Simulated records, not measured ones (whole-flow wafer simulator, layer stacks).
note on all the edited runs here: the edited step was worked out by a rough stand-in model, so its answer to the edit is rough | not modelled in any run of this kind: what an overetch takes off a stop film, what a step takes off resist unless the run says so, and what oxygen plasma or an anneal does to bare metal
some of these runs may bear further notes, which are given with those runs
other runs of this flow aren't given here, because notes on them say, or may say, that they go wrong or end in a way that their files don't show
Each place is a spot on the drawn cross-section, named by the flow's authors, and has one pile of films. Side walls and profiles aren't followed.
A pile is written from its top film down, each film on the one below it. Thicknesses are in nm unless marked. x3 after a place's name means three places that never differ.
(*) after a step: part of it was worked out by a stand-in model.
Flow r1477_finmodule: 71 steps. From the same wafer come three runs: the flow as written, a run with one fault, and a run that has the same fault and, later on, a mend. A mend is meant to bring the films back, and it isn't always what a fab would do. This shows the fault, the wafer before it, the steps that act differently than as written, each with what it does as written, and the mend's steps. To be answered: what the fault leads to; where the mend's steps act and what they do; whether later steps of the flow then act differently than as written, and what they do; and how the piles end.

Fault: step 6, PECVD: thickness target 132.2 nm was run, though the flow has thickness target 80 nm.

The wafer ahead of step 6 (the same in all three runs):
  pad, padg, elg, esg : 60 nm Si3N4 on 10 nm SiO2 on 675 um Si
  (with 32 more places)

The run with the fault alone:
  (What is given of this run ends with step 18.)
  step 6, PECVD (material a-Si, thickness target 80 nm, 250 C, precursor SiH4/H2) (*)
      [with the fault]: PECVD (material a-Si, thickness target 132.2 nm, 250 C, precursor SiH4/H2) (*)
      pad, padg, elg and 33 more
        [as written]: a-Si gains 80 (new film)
        [with the fault]: a-Si gains 132.2 (new film)
  Steps further on in the flow that do not act as written:
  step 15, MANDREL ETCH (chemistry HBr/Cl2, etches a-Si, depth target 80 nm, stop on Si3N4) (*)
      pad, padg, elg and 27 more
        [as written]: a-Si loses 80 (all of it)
        [with the fault]: a-Si loses 80
  Once step 18 is done, the piles at pad, padg, elg and 33 more depart from the flow's by more than 2% or 0.5 nm, whichever is larger.
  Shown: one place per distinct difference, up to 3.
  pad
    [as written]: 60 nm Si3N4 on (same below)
    [with the fault]: 52.2 nm a-Si on 60 nm Si3N4 on (same below)
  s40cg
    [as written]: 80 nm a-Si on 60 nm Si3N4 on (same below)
    [with the fault]: 132.2 nm a-Si on 60 nm Si3N4 on (same below)

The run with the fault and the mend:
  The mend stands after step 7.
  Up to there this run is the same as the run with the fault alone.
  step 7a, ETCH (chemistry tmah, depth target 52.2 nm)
      pad, padg, elg and 33 more
        a-Si loses 52.2
  Later steps of the flow that are run all act as written at every place that is followed.
  By the end, the piles equal the flow's at every place that both follow.
